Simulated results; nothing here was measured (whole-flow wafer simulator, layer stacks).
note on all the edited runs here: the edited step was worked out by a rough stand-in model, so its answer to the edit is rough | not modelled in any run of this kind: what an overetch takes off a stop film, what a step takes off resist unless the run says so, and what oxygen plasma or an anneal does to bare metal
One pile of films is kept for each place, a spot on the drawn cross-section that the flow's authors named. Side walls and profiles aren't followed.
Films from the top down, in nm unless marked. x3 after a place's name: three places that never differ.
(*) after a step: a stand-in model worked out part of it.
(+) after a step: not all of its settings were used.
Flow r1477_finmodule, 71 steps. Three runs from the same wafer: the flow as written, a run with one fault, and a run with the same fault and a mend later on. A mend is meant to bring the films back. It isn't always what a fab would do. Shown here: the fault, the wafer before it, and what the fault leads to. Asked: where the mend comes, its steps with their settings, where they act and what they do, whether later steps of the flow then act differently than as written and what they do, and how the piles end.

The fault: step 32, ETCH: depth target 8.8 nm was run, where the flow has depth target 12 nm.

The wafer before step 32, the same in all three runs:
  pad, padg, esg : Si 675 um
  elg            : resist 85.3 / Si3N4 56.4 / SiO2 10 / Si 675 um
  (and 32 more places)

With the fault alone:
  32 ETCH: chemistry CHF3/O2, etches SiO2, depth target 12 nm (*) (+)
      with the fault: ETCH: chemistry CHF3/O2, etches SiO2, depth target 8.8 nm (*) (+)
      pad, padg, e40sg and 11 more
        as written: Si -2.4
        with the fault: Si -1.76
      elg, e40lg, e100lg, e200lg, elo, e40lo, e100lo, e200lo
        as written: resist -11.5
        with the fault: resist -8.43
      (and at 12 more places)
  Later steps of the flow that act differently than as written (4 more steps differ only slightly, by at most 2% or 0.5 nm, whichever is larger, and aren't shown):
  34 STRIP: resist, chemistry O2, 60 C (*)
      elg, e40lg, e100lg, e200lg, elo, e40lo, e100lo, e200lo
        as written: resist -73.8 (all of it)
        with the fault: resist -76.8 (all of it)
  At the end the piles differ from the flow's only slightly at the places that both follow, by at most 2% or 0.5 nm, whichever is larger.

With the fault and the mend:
  The mend comes after step 32.
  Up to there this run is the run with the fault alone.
  32a ETCH: chemistry CHF3/O2, etches SiO2, depth target 3.2 nm (*) (the flow's step 32 once more, with other settings)
      pad, padg, e40sg and 11 more
        Si -0.64
      elg, e40lg, e100lg, e200lg, elo, e40lo, e100lo, e200lo
        resist -3.07
      s40sg_line, s45sg_line, s50sg_line, s40so_line, s45so_line, s50so_line
        SiO2 -3.2
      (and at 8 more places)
  No later step of the flow acts differently than as written, at any place that is followed, by more than 2% or 0.5 nm, whichever is larger.
  At the end the piles differ from the flow's only slightly at the places that both follow, by at most 2% or 0.5 nm, whichever is larger.
